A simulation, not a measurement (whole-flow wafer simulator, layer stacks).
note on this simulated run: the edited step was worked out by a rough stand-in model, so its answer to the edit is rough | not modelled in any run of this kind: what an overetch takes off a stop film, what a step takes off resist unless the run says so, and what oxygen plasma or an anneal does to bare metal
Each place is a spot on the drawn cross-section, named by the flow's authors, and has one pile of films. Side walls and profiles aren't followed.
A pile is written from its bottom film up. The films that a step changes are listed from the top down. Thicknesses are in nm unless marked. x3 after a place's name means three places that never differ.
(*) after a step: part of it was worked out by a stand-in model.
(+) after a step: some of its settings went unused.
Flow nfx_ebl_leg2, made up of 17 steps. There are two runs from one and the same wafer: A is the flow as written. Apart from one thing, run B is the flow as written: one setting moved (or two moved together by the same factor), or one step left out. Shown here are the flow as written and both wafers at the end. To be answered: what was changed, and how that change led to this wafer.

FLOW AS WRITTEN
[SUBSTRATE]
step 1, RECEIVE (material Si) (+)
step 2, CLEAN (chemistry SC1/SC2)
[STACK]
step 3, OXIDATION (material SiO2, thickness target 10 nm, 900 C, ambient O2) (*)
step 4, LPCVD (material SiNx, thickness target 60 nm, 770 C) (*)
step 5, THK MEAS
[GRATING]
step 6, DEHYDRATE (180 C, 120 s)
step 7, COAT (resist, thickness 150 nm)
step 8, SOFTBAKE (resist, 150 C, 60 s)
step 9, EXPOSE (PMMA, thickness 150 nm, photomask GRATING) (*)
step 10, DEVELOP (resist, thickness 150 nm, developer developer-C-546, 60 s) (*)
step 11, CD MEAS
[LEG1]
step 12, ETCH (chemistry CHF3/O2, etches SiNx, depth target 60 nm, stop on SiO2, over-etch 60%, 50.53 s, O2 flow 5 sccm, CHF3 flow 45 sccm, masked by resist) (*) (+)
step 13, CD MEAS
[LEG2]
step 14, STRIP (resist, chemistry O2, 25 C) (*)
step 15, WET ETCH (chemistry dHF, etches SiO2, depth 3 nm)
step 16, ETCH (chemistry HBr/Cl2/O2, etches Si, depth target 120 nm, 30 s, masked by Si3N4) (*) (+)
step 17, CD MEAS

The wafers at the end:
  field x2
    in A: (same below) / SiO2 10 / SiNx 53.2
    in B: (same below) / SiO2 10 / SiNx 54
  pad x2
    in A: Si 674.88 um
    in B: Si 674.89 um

The reason: step 16, ETCH: depth target 105 nm was run, whereas the flow has depth target 120 nm; step 16, ETCH: 26.2 s was run, where the flow has 30 s.

The path from the change to this, step by step:
  step 16, ETCH (chemistry HBr/Cl2/O2, etches Si, depth target 120 nm, 30 s, masked by Si3N4) (*) (+)
      field x2: A SiNx loses 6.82 | B SiNx loses 5.95
      pad x2: A Si loses 120 | B Si loses 105
